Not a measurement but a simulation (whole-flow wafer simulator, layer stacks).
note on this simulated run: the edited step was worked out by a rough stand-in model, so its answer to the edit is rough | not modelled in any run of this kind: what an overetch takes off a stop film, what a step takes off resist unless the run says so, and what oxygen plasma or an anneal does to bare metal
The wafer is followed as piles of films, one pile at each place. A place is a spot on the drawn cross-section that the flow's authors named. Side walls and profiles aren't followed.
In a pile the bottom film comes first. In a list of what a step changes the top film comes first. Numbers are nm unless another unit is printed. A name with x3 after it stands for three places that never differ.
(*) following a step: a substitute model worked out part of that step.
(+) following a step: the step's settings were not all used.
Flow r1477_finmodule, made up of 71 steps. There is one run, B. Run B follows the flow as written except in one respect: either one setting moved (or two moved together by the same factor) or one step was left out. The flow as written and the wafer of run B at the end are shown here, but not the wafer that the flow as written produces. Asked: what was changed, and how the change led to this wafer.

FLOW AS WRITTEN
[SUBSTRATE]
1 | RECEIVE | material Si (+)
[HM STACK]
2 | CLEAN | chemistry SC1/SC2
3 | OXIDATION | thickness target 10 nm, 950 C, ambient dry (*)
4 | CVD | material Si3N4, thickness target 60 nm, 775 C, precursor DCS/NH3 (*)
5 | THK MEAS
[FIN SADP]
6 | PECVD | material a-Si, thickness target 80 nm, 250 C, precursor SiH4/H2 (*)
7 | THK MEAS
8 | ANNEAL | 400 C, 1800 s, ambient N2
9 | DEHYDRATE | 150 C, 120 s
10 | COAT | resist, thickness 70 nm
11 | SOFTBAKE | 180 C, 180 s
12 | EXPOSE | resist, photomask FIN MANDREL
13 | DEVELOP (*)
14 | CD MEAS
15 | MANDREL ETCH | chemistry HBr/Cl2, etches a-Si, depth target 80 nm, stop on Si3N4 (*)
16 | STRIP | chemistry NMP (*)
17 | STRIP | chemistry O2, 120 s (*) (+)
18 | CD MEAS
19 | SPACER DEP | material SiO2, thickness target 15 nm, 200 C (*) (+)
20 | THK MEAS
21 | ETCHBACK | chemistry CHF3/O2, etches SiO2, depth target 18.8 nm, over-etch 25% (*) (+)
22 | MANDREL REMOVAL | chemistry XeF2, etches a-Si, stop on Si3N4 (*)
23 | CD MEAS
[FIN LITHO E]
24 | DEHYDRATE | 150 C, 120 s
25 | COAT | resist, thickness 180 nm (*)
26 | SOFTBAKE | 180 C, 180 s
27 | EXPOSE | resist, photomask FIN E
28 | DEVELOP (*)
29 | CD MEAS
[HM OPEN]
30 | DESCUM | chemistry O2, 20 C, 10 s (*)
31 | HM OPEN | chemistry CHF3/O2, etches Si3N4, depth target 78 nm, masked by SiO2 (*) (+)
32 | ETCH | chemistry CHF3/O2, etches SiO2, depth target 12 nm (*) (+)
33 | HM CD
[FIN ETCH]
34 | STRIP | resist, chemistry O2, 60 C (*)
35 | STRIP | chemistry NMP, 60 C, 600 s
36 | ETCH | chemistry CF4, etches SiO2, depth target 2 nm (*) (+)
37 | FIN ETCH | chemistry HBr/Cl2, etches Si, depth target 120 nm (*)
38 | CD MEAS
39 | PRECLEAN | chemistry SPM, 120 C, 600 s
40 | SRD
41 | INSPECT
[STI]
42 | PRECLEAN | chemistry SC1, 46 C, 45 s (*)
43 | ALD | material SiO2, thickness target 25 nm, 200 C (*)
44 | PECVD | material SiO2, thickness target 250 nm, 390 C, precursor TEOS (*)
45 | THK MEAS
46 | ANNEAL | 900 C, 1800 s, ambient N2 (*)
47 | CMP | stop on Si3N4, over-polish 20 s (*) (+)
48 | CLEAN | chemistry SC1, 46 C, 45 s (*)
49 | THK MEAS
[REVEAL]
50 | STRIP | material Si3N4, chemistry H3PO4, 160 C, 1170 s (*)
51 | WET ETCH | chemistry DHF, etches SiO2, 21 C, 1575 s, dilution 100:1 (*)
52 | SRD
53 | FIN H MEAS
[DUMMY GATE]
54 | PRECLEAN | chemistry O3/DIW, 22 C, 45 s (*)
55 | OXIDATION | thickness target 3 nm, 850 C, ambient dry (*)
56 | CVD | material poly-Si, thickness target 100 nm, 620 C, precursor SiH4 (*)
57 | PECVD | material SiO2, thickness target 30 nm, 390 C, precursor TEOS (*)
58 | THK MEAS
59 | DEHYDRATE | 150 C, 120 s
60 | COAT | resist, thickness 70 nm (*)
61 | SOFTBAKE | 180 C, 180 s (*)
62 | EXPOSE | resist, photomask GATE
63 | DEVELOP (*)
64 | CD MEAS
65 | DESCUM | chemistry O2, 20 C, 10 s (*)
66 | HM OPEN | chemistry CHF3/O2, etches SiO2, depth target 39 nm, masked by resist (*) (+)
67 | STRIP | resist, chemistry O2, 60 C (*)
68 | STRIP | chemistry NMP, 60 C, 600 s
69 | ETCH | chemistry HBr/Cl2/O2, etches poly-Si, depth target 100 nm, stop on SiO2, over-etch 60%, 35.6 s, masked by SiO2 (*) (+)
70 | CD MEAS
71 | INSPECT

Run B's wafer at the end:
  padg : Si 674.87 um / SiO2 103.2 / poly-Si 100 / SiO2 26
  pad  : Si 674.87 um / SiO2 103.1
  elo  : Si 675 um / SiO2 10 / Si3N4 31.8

What caused this: step 69, ETCH: depth target 75 nm was run, whereas the flow has depth target 100 nm.

How this came from the change, step by step:
  69 | ETCH | chemistry HBr/Cl2/O2, etches poly-Si, depth target 100 nm, stop on SiO2, over-etch 60%, 35.6 s, masked by SiO2 (*) (+)
      padg, elg, esg and 15 more: SiO2 loses 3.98 (it would be, as written: SiO2 loses 5.3)
